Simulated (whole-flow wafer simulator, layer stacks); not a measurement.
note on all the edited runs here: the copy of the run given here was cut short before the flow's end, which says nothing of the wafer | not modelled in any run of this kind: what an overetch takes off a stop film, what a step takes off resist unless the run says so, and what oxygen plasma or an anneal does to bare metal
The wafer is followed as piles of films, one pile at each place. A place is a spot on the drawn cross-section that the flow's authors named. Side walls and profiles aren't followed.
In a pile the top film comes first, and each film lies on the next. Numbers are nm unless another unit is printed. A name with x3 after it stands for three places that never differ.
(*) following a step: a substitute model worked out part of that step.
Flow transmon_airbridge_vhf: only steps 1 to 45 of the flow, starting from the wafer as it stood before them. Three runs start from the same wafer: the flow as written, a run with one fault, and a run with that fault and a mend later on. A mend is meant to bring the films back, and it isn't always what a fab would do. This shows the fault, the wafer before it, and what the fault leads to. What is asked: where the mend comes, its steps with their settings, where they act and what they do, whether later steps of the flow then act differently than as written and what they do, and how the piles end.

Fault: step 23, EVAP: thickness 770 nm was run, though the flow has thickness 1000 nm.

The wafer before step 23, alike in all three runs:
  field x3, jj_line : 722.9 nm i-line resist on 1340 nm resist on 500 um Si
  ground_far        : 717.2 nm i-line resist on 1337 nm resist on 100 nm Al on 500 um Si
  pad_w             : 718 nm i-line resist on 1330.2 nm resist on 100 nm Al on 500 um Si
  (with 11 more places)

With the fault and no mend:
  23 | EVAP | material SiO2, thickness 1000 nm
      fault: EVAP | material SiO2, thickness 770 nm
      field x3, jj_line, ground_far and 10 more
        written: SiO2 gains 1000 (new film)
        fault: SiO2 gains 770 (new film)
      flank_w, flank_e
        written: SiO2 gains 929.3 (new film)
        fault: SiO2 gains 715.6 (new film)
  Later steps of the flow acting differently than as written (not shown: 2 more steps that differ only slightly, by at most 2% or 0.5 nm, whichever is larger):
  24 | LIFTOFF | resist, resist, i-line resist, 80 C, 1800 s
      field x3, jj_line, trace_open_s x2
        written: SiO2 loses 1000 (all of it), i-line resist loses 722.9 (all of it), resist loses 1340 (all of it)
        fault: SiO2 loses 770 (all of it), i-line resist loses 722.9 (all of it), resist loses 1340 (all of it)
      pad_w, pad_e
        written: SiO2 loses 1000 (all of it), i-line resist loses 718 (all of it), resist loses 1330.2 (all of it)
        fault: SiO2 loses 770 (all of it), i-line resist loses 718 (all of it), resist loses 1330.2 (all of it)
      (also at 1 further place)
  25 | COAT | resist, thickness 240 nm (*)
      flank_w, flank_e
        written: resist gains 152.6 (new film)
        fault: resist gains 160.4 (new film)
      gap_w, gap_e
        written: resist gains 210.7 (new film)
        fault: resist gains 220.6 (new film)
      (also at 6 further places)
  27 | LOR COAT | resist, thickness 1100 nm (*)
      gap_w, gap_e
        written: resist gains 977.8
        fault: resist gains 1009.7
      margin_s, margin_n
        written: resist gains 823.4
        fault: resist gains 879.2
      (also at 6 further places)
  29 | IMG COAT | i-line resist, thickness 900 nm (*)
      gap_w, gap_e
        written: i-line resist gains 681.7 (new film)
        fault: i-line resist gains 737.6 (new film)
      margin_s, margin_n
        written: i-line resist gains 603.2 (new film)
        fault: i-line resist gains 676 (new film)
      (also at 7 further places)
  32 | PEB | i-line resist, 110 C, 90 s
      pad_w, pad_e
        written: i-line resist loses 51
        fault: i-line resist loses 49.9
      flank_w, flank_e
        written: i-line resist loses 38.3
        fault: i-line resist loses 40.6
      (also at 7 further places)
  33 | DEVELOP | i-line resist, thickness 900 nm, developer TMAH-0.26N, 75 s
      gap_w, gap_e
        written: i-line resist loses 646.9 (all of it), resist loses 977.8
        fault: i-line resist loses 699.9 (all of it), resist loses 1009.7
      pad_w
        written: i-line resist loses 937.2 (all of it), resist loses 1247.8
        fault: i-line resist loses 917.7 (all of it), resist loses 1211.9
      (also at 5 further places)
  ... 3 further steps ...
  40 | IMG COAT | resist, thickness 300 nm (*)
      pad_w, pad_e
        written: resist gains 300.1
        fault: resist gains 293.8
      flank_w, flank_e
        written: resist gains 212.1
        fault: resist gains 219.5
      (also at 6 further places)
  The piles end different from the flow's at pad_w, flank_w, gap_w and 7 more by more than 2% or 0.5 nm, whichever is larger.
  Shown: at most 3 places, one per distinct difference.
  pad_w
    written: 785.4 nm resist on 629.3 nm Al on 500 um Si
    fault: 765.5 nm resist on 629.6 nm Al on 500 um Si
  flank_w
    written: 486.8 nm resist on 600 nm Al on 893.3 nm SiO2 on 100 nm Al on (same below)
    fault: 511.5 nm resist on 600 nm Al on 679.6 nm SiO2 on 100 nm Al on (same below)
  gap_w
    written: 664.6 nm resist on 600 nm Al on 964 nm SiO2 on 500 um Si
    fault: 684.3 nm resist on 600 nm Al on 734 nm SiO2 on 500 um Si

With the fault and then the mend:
  The mend stands after step 23.
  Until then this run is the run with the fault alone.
  23a | EVAP | material SiO2, thickness 230 nm (the flow's step 23, run once more with other settings)
      field x3, jj_line, ground_far and 10 more
        SiO2 gains 230
      flank_w, flank_e
        SiO2 gains 213.9
  Later steps of the flow that are run all act as written at every place that is followed, up to a difference of at most 2% or 0.5 nm, whichever is larger.
  When the end is reached, the piles differ only a little from the flow's at the places that both follow, at most by 2% or 0.5 nm, whichever is larger.
